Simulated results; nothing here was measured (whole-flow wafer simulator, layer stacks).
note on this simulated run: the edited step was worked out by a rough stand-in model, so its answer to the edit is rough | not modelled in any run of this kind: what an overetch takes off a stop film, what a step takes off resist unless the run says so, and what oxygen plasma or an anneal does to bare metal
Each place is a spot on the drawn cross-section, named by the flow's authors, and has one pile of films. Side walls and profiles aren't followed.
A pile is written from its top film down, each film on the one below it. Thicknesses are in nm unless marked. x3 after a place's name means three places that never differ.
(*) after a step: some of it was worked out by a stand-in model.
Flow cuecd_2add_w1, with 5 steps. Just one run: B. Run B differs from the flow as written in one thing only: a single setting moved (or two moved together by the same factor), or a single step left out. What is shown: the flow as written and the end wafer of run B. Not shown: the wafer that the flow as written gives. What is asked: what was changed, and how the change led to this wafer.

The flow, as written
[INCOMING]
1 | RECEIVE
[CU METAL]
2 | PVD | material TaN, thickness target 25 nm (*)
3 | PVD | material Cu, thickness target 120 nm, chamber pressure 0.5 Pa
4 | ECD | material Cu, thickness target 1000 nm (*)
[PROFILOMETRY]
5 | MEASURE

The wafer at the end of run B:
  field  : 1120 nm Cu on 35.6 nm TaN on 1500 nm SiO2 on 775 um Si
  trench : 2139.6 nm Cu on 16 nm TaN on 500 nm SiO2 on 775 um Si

The reason: step 2, PVD: thickness target 35.6 nm was run, while the flow as written has thickness target 25 nm.
One can read it off the wafer: field has TaN 35.6, and step 2 as written asks for 25 nm.

The path from the change to this, step by step:
  2 | PVD | material TaN, thickness target 25 nm (*)
      field: +35.6 TaN (new film) (it would be, as written: +25 TaN (new film))
      trench: +16 TaN (new film) (it would be, as written: +11.2 TaN (new film))
